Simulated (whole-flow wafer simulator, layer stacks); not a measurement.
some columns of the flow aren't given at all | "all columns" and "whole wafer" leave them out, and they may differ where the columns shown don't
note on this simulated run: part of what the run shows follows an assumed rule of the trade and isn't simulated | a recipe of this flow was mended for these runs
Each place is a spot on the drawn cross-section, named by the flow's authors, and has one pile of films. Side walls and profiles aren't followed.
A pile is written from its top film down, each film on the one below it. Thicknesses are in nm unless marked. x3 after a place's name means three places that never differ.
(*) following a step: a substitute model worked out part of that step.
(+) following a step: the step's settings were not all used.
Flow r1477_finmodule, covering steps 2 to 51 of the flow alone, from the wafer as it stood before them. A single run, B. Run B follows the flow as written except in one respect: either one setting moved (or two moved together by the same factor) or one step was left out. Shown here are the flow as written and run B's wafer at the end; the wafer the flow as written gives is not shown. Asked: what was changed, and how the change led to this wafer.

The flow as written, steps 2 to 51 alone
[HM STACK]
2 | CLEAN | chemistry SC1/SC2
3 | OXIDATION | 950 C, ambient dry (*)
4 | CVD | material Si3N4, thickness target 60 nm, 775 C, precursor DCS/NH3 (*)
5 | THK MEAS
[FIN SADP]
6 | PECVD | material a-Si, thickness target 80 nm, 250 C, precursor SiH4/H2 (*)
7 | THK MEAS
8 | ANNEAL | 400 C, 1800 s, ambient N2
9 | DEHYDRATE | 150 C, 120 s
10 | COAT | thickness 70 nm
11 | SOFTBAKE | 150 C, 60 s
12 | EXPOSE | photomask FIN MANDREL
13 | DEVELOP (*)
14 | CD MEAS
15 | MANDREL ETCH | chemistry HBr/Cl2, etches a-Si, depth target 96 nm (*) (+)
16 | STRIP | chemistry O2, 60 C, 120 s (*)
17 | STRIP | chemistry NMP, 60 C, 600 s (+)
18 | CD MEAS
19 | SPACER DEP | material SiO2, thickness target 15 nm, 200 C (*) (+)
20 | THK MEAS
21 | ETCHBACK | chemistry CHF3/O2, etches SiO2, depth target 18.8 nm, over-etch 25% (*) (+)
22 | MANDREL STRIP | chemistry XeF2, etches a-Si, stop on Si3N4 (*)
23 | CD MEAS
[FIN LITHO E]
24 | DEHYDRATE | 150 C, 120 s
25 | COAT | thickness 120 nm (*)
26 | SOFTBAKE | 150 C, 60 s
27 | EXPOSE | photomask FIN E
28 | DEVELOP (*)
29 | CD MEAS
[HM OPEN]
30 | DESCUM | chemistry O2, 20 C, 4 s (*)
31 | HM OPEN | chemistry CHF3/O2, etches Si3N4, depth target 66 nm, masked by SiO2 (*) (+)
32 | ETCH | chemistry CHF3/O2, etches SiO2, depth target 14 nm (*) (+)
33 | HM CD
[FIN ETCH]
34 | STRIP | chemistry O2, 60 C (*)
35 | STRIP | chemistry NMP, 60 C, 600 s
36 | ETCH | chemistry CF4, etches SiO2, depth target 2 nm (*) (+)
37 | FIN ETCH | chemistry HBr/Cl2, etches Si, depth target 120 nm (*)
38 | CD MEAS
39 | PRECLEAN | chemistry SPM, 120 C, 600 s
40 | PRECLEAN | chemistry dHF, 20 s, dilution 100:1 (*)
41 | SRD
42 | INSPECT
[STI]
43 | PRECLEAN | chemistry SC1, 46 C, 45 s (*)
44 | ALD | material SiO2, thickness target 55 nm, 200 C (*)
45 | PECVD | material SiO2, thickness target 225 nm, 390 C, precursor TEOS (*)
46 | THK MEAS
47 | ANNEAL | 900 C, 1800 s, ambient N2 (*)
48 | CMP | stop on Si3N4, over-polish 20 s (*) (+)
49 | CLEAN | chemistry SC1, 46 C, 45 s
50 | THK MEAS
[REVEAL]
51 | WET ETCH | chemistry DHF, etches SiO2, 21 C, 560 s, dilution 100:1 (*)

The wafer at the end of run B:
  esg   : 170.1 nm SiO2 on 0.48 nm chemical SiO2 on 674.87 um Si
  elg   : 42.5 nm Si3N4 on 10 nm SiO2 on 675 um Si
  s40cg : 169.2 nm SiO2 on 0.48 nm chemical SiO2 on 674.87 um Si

What caused this: step 4, CVD: thickness target 68.6 nm was run, though the flow has thickness target 60 nm.

Step by step, how the change led to this:
  4 | CVD | material Si3N4, thickness target 60 nm, 775 C, precursor DCS/NH3 (*)
      pad, padg, elg and 33 more: Si3N4 gains 68.6 (new film) (it would be, as written: Si3N4 gains 60 (new film))
  31 | HM OPEN | chemistry CHF3/O2, etches Si3N4, depth target 66 nm, masked by SiO2 (*) (+)
      s40cg, s45cg, s50cg, s40co, s45co, s50co: Si3N4 loses 66 (it would be, as written: Si3N4 loses 60 (all of it), SiO2 loses 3)
      pad, padg, esg and 13 more: Si3N4 loses 62.7 (all of it), SiO2 loses 1.65 (it would be, as written: Si3N4 loses 54.1 (all of it), SiO2 loses 5.95)
  32 | ETCH | chemistry CHF3/O2, etches SiO2, depth target 14 nm (*) (+)
      s40cg, s45cg, s50cg, s40co, s45co, s50co: Si3N4 loses 2.6 (all of it), SiO2 loses 10 (all of it), Si loses 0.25 (it would be, as written: SiO2 loses 7 (all of it), Si loses 1.4)
      pad, padg, esg and 13 more: SiO2 loses 8.35 (all of it), Si loses 1.13 (it would be, as written: SiO2 loses 4.05 (all of it), Si loses 1.99)
  44 | ALD | material SiO2, thickness target 55 nm, 200 C (*)
      esg, e40sg, e100sg, e200sg, eso, e40so, e100so, e200so: SiO2 gains 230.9 (new film) (it would be, as written: SiO2 gains 223.2 (new film))
      s40cg, s45cg, s50cg, s40co, s45co, s50co: SiO2 gains 270.6 (new film) (it would be, as written: SiO2 gains 263.2 (new film))
      (also at 6 further places)
  48 | CMP | stop on Si3N4, over-polish 20 s (*) (+)
      pad, padg: SiO2 loses 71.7 (it would be, as written: SiO2 loses 79.4)
